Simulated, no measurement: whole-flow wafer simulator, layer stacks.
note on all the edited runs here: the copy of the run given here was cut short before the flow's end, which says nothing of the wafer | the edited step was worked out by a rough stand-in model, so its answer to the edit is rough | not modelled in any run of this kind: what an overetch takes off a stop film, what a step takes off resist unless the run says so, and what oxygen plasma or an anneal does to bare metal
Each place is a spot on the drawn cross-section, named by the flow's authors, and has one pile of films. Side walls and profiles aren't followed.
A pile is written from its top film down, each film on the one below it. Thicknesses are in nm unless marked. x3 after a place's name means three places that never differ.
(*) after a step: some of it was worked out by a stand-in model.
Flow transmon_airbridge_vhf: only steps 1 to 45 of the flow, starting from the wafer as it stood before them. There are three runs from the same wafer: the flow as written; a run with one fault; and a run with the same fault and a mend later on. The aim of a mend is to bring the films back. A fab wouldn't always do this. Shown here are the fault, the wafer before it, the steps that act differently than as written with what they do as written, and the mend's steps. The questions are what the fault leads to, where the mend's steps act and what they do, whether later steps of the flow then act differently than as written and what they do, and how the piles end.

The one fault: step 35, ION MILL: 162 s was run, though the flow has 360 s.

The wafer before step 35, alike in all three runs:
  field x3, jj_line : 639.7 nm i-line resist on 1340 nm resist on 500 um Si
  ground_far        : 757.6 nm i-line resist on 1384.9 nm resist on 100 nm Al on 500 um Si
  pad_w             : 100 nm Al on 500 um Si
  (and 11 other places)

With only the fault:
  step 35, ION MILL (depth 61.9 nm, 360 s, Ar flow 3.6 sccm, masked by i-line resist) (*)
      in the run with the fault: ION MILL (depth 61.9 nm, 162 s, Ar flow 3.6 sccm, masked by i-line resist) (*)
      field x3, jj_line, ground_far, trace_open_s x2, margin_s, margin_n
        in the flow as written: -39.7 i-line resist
        in the run with the fault: -17.9 i-line resist
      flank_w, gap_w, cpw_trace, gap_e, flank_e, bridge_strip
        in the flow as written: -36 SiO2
        in the run with the fault: -16.2 SiO2
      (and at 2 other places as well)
  Steps later in the flow that act otherwise than as written (3 more steps, not shown, differ only slightly: by at most 2% or 0.5 nm, whichever is larger):
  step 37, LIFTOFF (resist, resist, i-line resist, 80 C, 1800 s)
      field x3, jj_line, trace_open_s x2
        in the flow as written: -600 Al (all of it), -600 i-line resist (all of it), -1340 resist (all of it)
        in the run with the fault: -600 Al (all of it), -621.8 i-line resist (all of it), -1340 resist (all of it)
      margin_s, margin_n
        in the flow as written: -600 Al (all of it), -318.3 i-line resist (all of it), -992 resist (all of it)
        in the run with the fault: -600 Al (all of it), -340.1 i-line resist (all of it), -992 resist (all of it)
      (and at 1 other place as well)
  By the end, the piles at pad_w, flank_w, gap_w, cpw_trace, gap_e, flank_e, pad_e, bridge_strip depart from the flow's by more than 2% or 0.5 nm, whichever is larger.
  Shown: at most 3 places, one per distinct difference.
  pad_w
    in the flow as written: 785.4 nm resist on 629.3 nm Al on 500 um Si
    in the run with the fault: 779.9 nm resist on 663.5 nm Al on 500 um Si
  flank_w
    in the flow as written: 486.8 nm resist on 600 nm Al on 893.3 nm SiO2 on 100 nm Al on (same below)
    in the run with the fault: 486.6 nm resist on 600 nm Al on 913.1 nm SiO2 on 100 nm Al on (same below)
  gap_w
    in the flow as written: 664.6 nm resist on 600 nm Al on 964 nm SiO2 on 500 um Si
    in the run with the fault: 663.2 nm resist on 600 nm Al on 983.8 nm SiO2 on 500 um Si

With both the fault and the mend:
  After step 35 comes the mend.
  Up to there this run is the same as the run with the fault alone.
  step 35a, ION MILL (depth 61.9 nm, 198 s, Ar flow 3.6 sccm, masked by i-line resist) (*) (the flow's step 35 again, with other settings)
      field x3, jj_line, ground_far, trace_open_s x2, margin_s, margin_n
        -21.9 i-line resist
      flank_w, gap_w, cpw_trace, gap_e, flank_e, bridge_strip
        -19.8 SiO2
      pad_w, pad_e
        -34.1 Al
  Every later step of the flow that is run acts as written at every place that is followed.
  The piles end the same as the flow's at every place that both follow.
